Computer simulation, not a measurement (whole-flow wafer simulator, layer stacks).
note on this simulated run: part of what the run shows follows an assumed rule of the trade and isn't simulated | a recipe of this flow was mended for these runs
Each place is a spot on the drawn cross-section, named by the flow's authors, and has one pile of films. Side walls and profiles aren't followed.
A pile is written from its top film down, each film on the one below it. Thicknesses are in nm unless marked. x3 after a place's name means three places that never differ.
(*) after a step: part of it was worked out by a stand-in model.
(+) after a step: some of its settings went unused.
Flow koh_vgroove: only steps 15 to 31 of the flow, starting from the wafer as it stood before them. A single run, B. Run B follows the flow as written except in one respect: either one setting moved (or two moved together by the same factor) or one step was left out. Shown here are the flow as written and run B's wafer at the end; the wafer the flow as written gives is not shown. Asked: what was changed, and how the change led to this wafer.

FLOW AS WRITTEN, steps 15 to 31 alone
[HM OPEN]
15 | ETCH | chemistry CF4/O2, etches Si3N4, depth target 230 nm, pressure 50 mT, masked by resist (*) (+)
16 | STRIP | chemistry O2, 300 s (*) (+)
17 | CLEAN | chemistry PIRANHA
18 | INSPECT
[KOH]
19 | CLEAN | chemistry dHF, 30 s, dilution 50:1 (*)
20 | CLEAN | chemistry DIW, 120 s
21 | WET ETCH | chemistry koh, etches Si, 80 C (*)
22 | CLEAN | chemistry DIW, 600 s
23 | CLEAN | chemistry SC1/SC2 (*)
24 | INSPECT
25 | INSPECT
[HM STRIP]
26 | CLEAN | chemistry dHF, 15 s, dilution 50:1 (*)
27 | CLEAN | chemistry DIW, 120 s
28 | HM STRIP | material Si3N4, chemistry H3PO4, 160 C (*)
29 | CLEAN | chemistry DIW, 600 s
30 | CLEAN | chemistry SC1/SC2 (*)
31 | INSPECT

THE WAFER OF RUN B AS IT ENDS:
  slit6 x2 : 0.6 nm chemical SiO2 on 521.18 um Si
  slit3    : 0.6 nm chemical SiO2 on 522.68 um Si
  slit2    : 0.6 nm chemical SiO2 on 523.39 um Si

The reason: step 15, ETCH: depth target 282 nm was run, while the flow as written has depth target 230 nm.

How this came from the change, step by step:
  15 | ETCH | chemistry CF4/O2, etches Si3N4, depth target 230 nm, pressure 50 mT, masked by resist (*) (+)
      slit3, slit2, slit6 x2: Si3N4 loses 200 (all of it), chemical SiO2 loses 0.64 (all of it), Si loses 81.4 (it would be, as written: Si3N4 loses 200 (all of it), chemical SiO2 loses 0.64 (all of it), Si loses 29.4)
      field: i-line-resist loses 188 (it would be, as written: i-line-resist loses 153.3)
  16 | STRIP | chemistry O2, 300 s (*) (+)
      field: i-line-resist loses 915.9 (all of it) (it would be, as written: i-line-resist loses 950.6 (all of it))
